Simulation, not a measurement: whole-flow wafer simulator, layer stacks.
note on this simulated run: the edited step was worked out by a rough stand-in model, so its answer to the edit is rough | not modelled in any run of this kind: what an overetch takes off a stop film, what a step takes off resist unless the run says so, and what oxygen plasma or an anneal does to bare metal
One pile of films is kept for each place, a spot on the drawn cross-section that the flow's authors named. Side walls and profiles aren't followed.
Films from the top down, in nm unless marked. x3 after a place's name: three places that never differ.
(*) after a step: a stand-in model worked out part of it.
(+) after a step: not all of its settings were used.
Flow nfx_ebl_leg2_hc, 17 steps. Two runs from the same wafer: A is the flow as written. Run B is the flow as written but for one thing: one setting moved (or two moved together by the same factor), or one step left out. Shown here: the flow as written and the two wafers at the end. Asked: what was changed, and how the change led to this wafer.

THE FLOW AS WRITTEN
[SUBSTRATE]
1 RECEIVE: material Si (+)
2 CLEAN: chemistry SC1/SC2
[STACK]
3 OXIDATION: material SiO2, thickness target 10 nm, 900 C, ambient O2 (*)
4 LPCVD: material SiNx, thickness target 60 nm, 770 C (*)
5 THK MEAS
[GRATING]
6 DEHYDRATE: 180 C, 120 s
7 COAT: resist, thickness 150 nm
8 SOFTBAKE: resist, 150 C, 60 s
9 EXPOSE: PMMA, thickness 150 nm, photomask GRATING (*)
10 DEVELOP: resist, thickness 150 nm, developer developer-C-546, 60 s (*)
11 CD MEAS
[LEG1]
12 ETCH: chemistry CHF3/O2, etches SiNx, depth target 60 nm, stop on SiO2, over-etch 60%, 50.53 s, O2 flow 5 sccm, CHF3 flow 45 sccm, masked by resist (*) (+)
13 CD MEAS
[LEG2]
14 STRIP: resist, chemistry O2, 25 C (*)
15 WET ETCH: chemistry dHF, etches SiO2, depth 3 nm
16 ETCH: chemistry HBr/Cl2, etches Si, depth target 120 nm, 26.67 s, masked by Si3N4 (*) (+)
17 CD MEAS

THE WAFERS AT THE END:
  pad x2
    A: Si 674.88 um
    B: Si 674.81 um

The cause: step 16, ETCH: depth target 189 nm was run, where the flow has depth target 120 nm.

How the change led to this, step by step:
  16 ETCH: chemistry HBr/Cl2, etches Si, depth target 120 nm, 26.67 s, masked by Si3N4 (*) (+)
      pad x2: A Si -120 | B Si -189
